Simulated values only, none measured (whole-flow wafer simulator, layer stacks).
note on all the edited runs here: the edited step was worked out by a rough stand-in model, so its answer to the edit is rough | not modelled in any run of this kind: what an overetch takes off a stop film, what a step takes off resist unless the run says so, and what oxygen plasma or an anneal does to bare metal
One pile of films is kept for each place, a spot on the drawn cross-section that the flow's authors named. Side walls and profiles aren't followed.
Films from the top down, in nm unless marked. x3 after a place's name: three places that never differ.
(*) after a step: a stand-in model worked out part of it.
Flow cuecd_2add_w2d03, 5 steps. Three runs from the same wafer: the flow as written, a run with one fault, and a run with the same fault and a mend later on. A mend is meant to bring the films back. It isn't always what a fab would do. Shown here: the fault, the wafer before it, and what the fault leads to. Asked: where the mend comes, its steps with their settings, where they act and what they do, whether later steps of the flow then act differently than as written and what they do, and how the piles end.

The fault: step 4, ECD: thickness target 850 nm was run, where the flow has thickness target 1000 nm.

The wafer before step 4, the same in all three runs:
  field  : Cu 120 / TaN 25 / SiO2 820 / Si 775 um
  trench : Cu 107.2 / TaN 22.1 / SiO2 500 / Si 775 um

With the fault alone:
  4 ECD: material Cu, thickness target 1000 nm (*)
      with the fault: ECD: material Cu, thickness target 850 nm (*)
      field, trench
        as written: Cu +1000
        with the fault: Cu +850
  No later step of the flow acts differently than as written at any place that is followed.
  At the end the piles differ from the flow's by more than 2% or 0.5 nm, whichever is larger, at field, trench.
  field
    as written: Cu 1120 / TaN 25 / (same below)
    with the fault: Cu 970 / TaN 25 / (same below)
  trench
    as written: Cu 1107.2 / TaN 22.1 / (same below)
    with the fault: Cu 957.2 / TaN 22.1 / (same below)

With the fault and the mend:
  The mend comes after step 5.
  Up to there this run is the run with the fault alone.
  5a ECD: material Cu, thickness target 150 nm (*) (the flow's step 4 once more, with other settings)
      field, trench
        Cu +150
  No later step of the flow acts differently than as written at any place that is followed.
  At the end the piles are the same as the flow's at every place that both follow.
